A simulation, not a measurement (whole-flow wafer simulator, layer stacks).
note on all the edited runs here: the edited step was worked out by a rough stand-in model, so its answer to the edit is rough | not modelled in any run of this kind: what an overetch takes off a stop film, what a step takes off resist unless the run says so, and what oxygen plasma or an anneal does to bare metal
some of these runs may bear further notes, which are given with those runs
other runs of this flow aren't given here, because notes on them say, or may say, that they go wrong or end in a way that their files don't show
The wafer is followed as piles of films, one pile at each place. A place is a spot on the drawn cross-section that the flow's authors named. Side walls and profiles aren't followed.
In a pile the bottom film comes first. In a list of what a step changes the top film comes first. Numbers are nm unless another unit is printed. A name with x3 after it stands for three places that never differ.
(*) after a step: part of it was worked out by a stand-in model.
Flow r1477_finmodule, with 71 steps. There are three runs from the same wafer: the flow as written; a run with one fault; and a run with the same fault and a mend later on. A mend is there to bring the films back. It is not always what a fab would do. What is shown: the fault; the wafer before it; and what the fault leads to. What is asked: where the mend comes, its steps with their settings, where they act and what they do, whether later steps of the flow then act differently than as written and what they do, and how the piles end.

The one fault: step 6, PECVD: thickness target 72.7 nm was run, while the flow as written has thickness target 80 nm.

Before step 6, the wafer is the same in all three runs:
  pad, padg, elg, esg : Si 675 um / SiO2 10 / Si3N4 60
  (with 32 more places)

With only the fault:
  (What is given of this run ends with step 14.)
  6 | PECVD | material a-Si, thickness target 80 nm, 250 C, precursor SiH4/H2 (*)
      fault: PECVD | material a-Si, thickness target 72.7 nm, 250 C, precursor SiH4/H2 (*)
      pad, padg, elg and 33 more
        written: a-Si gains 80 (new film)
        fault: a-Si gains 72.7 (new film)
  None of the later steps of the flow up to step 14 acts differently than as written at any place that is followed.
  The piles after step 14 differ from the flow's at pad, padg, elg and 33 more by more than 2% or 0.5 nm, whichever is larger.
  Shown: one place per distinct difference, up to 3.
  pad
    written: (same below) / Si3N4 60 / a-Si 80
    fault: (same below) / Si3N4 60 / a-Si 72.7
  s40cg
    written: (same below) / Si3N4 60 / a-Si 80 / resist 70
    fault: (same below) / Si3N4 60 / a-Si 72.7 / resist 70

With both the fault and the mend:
  The mend stands after step 7.
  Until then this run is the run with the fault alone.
  7a | ETCH | chemistry tmah, depth target 83.61 nm
      pad, padg, elg and 33 more
        a-Si loses 72.7 (all of it)
  7b | PECVD | material a-Si, thickness target 80 nm, 250 C, precursor SiH4/H2 (*) (a further turn of the flow's step 6)
      pad, padg, elg and 33 more
        a-Si gains 80 (new film)
  None of the later steps of the flow acts differently than as written at any place that is followed.
  By the end, the piles equal the flow's at every place that both follow.
